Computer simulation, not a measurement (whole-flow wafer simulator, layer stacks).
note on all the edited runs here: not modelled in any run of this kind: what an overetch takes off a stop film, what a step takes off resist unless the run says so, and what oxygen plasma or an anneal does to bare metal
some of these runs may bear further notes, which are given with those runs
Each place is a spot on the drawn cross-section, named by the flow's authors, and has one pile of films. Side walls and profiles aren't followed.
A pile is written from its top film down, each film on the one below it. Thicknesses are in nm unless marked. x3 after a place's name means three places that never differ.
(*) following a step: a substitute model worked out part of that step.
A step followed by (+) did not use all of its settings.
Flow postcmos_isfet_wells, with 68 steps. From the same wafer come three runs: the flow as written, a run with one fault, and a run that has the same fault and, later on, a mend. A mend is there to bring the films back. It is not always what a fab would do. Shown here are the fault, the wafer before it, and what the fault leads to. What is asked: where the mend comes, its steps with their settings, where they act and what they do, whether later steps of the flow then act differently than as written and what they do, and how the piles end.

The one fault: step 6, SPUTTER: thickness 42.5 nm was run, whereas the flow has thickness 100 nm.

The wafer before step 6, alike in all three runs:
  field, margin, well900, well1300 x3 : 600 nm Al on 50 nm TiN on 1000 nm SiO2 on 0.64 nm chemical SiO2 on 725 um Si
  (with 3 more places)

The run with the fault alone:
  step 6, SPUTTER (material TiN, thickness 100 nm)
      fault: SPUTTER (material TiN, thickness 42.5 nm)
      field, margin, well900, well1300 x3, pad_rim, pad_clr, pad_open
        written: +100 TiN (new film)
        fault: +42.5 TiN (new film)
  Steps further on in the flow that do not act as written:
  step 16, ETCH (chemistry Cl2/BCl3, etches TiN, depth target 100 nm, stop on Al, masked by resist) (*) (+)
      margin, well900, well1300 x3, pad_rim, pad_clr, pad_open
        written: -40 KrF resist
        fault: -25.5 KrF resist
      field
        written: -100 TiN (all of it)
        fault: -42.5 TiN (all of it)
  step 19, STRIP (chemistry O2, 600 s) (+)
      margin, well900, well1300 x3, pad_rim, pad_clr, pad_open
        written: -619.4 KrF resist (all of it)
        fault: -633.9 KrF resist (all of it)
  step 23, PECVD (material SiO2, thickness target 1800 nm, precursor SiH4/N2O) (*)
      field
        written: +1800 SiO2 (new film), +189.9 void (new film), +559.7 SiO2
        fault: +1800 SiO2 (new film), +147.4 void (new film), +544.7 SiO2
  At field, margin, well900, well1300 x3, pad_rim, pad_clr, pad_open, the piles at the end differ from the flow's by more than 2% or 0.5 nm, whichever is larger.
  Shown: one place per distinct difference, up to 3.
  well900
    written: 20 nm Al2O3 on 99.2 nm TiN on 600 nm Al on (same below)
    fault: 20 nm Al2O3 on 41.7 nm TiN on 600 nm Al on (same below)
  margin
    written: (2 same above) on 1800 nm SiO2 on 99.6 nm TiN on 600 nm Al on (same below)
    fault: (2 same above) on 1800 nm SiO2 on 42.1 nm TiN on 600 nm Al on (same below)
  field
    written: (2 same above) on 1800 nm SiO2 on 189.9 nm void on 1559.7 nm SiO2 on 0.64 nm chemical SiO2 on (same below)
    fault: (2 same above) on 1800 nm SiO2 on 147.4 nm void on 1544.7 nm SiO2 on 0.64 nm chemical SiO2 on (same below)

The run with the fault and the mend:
  The mend follows step 15.
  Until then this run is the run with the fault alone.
  step 15a, STRIP (chemistry O2, 600 s) (+)
      margin, well900, well1300 x3, pad_rim, pad_clr, pad_open
        -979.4 KrF resist (all of it)
  step 15b, SPUTTER (material TiN, thickness 57.5 nm) (the flow's step 6 again, with other settings)
      field, margin, well900, well1300 x3, pad_rim, pad_clr, pad_open
        +57.5 TiN
  step 15c, HMDS (30 s) (the flow's step 8 again)
      leaves every film unchanged at each place that is followed
  step 15d, COAT (KrF resist) (the flow's step 9 again)
      field, margin, well900, well1300 x3, pad_rim, pad_clr, pad_open
        +1000 KrF resist (new film)
  step 15e, SOFTBAKE (material KrF resist) (the flow's step 10 again)
      leaves every film unchanged at each place that is followed
  step 15f, EBR (the flow's step 11 again)
      leaves every film unchanged at each place that is followed
  step 15g, EXPOSE (photomask PLATE, NA 0.55, wavelength 248 nm) (*) (the flow's step 12 again)
      leaves every film unchanged at each place that is followed
  step 15h, PEB (the flow's step 13 again)
      field, margin, well900, well1300 x3, pad_rim, pad_clr, pad_open
        -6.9 KrF resist
  step 15i, DEVELOP (60 s) (the flow's step 14 again)
      margin, well900, well1300 x3, pad_rim, pad_clr, pad_open
        -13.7 KrF resist
      field
        -993.1 KrF resist (all of it)
  Later steps of the flow that are run all act as written at every place that is followed.
  The piles end the same as the flow's at every place that both follow.
